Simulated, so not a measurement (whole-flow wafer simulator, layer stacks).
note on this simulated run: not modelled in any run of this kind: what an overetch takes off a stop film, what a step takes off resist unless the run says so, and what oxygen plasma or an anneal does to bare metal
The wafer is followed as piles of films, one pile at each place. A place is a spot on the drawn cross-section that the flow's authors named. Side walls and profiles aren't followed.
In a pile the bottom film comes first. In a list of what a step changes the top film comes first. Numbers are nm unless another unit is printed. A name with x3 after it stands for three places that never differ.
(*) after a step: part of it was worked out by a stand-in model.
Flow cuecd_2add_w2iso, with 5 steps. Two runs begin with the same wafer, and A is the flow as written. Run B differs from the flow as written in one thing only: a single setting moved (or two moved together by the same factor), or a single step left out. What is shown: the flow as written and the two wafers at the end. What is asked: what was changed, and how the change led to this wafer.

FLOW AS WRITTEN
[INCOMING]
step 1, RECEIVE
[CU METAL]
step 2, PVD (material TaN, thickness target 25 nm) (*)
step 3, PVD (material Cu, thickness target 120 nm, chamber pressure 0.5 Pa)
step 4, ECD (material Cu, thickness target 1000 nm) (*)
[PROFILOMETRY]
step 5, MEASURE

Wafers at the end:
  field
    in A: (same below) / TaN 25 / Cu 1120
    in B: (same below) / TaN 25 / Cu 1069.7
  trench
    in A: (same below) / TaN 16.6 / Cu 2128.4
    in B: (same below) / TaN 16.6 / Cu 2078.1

Cause: step 3, PVD: thickness target 69.7 nm was run, while the flow as written has thickness target 120 nm.

How this came from the change, step by step:
  step 3, PVD (material Cu, thickness target 120 nm, chamber pressure 0.5 Pa)
      field: A Cu gains 120 (new film) | B Cu gains 69.7 (new film)
      trench: A Cu gains 80.8 (new film) | B Cu gains 47.1 (new film)
